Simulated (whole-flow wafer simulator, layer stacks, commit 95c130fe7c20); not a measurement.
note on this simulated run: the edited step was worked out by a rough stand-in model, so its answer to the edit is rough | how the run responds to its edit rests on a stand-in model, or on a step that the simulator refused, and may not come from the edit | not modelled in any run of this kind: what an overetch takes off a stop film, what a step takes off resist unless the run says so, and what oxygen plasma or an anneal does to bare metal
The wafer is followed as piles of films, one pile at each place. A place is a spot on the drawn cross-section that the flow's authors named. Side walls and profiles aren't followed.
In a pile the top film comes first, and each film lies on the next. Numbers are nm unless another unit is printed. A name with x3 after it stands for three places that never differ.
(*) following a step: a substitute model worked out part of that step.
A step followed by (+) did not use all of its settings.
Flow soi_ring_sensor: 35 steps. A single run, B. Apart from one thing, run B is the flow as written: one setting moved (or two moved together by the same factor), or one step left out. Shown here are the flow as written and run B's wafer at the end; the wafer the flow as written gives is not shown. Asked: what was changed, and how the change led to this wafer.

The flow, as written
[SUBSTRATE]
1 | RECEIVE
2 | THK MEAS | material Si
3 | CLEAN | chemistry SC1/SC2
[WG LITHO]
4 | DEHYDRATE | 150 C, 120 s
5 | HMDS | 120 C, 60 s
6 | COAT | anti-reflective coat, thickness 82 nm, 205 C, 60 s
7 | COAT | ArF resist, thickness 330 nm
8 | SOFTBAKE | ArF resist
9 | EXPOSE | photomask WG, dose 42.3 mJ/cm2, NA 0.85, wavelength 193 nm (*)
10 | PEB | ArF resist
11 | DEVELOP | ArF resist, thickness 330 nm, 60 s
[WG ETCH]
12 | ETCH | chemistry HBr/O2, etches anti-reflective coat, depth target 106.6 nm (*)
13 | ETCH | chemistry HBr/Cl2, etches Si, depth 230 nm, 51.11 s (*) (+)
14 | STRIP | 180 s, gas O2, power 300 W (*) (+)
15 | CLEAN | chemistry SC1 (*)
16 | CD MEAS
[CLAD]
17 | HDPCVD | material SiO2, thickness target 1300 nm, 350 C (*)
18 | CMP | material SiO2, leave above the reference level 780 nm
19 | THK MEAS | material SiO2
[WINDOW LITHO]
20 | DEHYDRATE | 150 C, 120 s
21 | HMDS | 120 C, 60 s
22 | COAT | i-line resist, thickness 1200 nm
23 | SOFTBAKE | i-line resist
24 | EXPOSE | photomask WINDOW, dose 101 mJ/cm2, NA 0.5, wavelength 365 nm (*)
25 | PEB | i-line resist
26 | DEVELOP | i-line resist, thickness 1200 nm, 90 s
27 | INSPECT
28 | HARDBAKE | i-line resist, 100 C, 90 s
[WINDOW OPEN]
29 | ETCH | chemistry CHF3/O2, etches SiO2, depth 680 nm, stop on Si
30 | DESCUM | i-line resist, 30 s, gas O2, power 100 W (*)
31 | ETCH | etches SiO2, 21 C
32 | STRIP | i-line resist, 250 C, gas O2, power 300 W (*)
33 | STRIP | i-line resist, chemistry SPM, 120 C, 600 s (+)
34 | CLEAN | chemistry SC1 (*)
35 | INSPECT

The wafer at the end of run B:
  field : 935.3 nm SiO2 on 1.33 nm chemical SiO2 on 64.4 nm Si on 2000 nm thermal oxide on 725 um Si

What caused this: step 13, ETCH: depth 155 nm was run, though the flow has depth 230 nm.

The path from the change to this, step by step:
  13 | ETCH | chemistry HBr/Cl2, etches Si, depth 230 nm, 51.11 s (*) (+)
      gap, window, field, gap_clad: -155 Si (it would be, as written: -220 Si (all of it), -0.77 thermal oxide)
  14 | STRIP | 180 s, gas O2, power 300 W (*) (+)
      gap, window, field, gap_clad: +1.33 chemical SiO2 (new film), -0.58 Si (it would be, as written: nothing)
  18 | CMP | material SiO2, leave above the reference level 780 nm
      gap, window, field, gap_clad: -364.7 SiO2 (it would be, as written: -298.2 SiO2)
